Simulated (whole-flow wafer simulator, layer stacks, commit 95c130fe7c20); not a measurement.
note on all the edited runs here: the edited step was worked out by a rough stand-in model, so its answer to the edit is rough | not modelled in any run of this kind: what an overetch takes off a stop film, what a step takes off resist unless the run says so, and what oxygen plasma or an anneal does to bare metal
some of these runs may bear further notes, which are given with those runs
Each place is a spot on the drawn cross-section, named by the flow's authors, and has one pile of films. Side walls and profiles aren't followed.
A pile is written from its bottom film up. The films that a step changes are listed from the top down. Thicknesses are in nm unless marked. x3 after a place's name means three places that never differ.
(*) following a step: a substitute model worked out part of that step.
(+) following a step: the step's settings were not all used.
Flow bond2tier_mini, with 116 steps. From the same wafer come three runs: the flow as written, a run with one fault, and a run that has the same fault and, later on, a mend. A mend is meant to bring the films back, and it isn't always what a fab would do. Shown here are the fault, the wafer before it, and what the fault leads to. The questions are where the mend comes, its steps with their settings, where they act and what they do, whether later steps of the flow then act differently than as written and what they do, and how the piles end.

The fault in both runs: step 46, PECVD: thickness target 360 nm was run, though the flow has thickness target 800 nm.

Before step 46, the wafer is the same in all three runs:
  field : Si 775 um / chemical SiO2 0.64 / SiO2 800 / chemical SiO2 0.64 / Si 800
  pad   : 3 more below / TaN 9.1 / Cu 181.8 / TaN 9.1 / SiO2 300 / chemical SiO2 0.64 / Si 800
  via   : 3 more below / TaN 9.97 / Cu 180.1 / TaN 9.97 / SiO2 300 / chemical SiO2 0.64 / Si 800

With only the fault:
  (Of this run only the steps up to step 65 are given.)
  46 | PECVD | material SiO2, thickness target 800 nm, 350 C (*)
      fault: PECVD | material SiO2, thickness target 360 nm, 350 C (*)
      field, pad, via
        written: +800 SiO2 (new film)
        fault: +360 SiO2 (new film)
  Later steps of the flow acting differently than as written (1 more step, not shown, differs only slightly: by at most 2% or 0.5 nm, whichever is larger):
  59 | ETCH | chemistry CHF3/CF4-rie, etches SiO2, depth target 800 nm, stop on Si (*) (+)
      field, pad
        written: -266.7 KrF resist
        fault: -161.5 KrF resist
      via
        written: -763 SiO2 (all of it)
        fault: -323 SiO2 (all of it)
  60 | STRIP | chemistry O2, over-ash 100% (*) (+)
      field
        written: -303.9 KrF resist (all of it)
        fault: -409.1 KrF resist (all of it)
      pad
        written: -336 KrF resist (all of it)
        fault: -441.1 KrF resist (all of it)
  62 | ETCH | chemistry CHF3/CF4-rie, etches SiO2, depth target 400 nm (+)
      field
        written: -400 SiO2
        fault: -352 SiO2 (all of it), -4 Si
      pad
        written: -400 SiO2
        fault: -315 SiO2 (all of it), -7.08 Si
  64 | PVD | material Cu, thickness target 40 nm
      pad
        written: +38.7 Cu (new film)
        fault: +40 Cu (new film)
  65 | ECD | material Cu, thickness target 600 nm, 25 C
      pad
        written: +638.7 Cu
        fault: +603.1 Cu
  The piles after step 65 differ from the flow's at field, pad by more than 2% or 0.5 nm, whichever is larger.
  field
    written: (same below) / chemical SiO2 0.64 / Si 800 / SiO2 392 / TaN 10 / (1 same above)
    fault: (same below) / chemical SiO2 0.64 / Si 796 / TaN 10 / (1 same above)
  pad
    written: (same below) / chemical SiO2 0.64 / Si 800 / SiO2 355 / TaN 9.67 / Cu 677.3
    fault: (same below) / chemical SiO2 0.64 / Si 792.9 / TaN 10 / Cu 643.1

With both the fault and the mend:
  After step 46 comes the mend.
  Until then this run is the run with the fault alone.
  46a | PECVD | material SiO2, thickness target 440 nm, 350 C (*) (the flow's step 46, run once more with other settings)
      field, pad, via
        +440 SiO2
  Every later step of the flow that is run acts as written at every place that is followed.
  By the end, the piles equal the flow's at every place that both follow.
